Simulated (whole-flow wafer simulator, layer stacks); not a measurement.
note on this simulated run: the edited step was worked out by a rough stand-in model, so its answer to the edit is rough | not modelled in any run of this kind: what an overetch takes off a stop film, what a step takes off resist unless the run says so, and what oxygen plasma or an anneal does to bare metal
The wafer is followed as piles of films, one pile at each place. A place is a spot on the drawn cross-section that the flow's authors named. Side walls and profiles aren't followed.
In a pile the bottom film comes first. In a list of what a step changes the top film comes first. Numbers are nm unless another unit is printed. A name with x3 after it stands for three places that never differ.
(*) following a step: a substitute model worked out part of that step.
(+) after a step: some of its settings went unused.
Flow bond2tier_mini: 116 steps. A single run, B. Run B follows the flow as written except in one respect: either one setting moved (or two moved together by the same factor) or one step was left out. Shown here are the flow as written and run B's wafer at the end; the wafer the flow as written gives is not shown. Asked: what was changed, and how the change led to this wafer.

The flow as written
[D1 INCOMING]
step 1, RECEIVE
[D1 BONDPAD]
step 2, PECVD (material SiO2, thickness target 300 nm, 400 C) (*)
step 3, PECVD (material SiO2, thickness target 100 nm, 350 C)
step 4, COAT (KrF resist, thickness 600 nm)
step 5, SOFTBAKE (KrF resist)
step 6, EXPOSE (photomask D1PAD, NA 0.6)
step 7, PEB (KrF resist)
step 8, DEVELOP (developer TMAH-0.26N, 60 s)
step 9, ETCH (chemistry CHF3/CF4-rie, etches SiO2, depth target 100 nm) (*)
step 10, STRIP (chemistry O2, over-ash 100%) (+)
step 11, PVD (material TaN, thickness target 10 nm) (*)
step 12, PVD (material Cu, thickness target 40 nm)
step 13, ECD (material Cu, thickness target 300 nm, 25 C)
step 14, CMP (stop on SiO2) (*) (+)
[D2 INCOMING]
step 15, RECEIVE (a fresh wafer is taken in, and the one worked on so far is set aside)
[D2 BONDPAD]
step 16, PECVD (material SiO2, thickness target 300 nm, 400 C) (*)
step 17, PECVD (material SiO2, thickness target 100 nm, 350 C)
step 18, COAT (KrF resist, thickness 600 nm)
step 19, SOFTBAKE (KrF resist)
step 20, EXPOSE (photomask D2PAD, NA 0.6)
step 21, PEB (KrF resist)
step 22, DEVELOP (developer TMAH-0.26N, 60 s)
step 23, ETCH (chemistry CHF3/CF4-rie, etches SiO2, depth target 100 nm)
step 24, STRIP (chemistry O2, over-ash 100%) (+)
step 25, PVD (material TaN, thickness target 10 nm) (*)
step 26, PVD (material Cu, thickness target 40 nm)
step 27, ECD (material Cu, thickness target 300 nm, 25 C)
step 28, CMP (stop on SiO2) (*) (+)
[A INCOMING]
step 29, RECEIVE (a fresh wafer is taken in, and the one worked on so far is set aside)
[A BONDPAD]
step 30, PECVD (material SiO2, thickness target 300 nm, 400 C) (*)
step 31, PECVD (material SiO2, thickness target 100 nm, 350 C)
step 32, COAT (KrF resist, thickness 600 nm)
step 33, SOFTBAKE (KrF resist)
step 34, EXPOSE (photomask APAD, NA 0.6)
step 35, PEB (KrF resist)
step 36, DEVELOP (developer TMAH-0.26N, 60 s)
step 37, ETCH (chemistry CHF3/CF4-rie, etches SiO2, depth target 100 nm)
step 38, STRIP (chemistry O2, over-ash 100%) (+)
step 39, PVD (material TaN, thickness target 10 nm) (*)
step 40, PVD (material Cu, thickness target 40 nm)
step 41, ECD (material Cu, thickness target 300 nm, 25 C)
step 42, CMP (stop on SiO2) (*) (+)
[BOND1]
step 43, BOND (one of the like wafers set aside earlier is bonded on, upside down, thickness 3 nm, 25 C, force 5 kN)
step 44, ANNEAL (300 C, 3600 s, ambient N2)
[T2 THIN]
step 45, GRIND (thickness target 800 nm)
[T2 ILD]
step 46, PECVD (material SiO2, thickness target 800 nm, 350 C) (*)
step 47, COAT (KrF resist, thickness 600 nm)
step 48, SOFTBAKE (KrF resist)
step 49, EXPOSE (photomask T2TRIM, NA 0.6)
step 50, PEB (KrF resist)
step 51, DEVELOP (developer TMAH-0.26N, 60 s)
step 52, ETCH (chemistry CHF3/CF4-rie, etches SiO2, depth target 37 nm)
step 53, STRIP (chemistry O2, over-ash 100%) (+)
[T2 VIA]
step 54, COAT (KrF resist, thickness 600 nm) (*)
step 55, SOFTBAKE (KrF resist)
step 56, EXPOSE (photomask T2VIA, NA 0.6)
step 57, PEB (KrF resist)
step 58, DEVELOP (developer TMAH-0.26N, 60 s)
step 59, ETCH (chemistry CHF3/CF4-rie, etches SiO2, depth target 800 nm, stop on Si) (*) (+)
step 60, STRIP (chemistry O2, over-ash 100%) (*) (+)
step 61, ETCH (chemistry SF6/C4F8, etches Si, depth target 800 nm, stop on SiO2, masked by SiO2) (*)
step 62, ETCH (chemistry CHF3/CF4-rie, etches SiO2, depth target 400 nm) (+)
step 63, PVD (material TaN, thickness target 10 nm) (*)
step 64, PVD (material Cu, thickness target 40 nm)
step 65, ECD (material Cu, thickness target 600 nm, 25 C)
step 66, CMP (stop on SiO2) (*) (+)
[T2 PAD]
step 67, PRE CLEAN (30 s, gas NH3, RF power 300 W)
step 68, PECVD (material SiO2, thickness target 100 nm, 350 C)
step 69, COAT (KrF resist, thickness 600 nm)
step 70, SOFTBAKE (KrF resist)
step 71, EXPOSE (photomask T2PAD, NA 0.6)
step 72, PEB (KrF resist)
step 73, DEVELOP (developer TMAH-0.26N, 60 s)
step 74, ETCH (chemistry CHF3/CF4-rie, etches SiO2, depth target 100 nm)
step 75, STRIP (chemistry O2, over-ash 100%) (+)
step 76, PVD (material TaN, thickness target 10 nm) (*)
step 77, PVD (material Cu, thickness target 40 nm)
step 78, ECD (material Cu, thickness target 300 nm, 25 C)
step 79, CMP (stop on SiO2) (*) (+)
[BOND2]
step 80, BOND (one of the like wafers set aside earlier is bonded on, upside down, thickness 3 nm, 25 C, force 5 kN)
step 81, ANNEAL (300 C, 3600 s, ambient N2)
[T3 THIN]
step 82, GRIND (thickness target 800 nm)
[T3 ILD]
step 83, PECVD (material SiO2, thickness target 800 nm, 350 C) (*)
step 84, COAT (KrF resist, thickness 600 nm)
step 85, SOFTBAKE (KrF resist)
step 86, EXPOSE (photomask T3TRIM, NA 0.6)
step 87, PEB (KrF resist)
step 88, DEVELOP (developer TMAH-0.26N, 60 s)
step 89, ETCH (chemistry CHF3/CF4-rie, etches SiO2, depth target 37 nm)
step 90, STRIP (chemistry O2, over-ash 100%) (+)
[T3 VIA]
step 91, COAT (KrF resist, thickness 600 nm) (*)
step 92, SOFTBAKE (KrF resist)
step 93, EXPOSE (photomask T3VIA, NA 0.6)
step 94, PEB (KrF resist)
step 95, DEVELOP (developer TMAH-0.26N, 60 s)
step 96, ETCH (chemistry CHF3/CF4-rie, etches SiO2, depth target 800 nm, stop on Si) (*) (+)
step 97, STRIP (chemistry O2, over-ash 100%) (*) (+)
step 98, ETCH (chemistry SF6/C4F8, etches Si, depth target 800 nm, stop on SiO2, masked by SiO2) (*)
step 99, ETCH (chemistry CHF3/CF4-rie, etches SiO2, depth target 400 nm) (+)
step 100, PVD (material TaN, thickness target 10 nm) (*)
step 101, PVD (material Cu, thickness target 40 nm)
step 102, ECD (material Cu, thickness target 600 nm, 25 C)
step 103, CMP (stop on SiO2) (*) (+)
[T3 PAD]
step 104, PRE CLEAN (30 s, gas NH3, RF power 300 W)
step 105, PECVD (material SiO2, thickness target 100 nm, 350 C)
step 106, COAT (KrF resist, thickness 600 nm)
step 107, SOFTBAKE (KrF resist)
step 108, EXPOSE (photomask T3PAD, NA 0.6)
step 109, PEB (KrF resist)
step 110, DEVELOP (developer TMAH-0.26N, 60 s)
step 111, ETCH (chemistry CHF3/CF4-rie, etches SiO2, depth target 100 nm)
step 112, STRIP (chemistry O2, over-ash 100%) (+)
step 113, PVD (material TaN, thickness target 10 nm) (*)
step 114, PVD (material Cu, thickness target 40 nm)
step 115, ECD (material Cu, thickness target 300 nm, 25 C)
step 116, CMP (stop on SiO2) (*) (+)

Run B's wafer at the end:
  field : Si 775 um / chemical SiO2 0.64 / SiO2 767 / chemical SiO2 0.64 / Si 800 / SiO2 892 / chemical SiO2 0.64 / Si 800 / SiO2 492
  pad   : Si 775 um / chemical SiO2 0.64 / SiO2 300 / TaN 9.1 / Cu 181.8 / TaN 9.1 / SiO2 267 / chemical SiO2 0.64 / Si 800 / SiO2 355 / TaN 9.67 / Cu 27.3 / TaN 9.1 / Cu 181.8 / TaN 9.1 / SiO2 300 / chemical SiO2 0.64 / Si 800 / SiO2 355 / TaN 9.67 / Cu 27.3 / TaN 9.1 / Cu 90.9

What caused this: step 2, PECVD: thickness target 267 nm was run, though the flow has thickness target 300 nm.
One can read it off the wafer: pad has SiO2 267, and step 2 as written asks for 300 nm.

Step by step, how the change led to this:
  step 2, PECVD (material SiO2, thickness target 300 nm, 400 C) (*)
      field, pad, via: +267 SiO2 (new film) (it would be, as written: +300 SiO2 (new film))
  step 43, BOND (one of the like wafers set aside earlier is bonded on, upside down, thickness 3 nm, 25 C, force 5 kN)
      field: +775 um Si (new film), +0.64 chemical SiO2 (new film), +367 SiO2 (it would be, as written: +775 um Si (new film), +0.64 chemical SiO2 (new film), +400 SiO2)
      pad: +775 um Si (new film), +0.64 chemical SiO2 (new film), +267 SiO2 (new film), +9.1 TaN (new film), +90.9 Cu (it would be, as written: +775 um Si (new film), +0.64 chemical SiO2 (new film), +300 SiO2 (new film), +9.1 TaN (new film), +90.9 Cu)
      (and at 1 other place as well)
